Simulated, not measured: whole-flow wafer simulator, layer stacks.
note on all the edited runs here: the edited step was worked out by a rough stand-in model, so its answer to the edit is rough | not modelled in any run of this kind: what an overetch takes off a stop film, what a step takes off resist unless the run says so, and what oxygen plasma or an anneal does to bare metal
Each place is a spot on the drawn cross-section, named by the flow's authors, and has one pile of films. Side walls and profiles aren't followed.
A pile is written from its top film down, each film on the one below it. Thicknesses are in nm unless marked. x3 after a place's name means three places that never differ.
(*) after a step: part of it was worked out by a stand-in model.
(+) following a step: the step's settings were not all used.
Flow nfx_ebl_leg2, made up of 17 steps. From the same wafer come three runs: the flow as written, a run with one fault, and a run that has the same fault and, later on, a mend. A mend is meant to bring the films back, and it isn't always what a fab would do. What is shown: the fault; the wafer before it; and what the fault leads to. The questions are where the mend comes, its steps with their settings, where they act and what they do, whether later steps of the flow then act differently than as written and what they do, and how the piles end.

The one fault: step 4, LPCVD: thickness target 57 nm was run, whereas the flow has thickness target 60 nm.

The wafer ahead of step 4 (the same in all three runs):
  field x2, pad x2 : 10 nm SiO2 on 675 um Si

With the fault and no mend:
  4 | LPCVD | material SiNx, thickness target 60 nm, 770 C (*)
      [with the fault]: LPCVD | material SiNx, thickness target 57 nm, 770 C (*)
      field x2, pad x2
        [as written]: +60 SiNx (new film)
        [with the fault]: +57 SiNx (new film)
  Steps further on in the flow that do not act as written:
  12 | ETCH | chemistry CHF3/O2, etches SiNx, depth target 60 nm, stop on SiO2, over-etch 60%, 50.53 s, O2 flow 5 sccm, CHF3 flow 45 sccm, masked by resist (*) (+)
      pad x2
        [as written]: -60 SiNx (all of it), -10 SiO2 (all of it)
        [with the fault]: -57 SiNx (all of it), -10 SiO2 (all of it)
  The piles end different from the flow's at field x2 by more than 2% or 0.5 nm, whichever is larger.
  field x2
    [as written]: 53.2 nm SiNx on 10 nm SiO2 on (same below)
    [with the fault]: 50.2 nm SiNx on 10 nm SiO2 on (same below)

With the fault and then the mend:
  The mend follows step 5.
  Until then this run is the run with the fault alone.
  5a | LPCVD | material SiNx, thickness target 3 nm, 770 C (*) (a further turn of the flow's step 4, with different settings)
      field x2, pad x2
        +3 SiNx
  Every later step of the flow that is run acts as written at every place that is followed.
  At every place that both follow, the piles at the end match the flow's.
